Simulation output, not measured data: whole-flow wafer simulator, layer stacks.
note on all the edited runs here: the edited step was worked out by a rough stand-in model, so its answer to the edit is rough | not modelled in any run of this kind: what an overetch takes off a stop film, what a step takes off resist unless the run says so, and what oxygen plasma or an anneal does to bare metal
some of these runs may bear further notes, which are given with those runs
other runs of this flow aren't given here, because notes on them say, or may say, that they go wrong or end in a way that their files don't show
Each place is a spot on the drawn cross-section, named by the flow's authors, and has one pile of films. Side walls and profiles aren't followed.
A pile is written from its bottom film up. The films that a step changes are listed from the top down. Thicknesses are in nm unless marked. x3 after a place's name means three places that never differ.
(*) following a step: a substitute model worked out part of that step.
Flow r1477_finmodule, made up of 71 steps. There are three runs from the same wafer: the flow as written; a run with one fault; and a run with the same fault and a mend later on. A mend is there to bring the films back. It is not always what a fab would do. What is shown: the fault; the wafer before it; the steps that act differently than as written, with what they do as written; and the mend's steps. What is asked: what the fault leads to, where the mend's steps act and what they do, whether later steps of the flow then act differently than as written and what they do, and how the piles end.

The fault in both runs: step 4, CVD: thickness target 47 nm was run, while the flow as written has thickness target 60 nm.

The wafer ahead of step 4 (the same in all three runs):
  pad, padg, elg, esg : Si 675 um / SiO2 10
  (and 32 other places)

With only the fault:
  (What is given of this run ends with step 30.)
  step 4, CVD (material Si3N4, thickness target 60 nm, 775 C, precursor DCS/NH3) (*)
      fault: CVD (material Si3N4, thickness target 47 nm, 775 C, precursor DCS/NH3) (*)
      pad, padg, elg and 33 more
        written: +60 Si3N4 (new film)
        fault: +47 Si3N4 (new film)
  Later steps of the flow up to step 30 that are run all act as written at every place that is followed.
  After step 30, at pad, padg, elg and 33 more, the piles differ from the flow's by more than 2% or 0.5 nm, whichever is larger.
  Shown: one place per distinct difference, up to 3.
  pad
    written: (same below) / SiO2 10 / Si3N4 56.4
    fault: (same below) / SiO2 10 / Si3N4 43.4
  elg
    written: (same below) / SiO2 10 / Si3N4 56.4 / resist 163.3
    fault: (same below) / SiO2 10 / Si3N4 43.4 / resist 163.3
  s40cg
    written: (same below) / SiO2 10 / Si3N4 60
    fault: (same below) / SiO2 10 / Si3N4 47

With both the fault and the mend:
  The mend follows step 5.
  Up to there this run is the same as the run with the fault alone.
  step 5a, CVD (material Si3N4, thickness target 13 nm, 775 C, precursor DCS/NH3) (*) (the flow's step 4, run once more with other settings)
      pad, padg, elg and 33 more
        +13 Si3N4
  Later steps of the flow that are run all act as written at every place that is followed.
  The piles end the same as the flow's at every place that both follow.
